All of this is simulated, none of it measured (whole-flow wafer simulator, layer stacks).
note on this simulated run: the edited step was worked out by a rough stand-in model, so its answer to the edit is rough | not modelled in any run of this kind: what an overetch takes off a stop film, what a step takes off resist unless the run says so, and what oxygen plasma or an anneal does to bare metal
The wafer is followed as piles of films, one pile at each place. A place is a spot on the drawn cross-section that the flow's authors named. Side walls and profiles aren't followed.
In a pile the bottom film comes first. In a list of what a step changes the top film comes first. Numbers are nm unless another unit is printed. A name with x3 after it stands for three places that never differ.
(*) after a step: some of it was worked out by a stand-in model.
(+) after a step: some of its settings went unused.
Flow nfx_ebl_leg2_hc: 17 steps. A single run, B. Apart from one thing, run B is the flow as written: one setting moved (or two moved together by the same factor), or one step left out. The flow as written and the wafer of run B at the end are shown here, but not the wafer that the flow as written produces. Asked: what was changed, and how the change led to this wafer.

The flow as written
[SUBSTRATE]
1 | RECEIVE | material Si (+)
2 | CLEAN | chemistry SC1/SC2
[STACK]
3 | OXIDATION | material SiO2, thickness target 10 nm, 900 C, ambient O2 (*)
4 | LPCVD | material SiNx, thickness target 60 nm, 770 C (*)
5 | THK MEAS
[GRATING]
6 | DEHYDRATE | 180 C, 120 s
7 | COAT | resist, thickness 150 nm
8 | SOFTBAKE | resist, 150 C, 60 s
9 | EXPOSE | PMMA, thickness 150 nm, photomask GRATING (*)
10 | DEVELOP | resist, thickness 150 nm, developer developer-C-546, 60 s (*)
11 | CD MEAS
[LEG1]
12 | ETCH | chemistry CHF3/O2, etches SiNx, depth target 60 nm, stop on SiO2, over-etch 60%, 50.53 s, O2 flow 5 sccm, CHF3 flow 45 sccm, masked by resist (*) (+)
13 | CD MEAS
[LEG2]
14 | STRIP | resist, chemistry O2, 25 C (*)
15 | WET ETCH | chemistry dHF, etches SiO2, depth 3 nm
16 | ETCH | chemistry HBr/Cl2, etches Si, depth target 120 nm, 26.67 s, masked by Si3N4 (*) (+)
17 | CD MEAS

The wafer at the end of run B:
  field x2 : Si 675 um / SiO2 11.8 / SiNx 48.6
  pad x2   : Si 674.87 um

The reason: step 3, OXIDATION: thickness target 11.8 nm was run, while the flow as written has thickness target 10 nm.
The wafer itself shows it: field x2 has SiO2 11.8, and step 3 as written asks for 10 nm.

How this came from the change, step by step:
  3 | OXIDATION | material SiO2, thickness target 10 nm, 900 C, ambient O2 (*)
      field x2, pad x2: SiO2 gains 11.8 (new film), chemical SiO2 loses 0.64 (all of it), Si loses 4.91 (in the flow as written it would be: SiO2 gains 10 (new film), chemical SiO2 loses 0.64 (all of it), Si loses 4.12)
  12 | ETCH | chemistry CHF3/O2, etches SiNx, depth target 60 nm, stop on SiO2, over-etch 60%, 50.53 s, O2 flow 5 sccm, CHF3 flow 45 sccm, masked by resist (*) (+)
      pad x2: SiNx loses 60 (all of it), SiO2 loses 11.8 (all of it) (in the flow as written it would be: SiNx loses 60 (all of it), SiO2 loses 10 (all of it))
